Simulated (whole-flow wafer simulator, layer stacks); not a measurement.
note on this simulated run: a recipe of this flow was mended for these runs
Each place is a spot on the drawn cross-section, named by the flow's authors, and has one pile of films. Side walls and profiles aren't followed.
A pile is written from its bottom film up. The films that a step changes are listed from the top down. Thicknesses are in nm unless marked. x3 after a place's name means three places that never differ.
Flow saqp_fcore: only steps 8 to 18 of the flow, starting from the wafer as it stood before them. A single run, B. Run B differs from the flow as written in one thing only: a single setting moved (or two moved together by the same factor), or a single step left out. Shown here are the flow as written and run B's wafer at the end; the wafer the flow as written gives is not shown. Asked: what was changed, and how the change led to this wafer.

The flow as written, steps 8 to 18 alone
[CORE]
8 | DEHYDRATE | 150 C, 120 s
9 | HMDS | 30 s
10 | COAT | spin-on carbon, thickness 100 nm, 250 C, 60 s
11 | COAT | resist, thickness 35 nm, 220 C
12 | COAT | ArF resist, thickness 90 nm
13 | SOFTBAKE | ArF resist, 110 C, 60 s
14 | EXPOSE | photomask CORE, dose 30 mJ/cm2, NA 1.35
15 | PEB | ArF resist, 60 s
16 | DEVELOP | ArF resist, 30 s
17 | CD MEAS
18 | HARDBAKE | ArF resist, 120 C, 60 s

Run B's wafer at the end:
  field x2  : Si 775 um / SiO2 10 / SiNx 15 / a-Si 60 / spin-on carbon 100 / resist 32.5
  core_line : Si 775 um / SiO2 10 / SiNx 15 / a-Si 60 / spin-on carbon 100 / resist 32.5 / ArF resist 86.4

The reason: step 11, COAT: thickness 32.5 nm was run, whereas the flow has thickness 35 nm.
One can read it off the wafer: field x2 has resist 32.5, and step 11 as written asks for 35 nm.

How this came from the change, step by step:
  11 | COAT | resist, thickness 35 nm, 220 C
      field x2, core_line: +32.5 resist (new film) (in the flow as written it would be: +35 resist (new film))
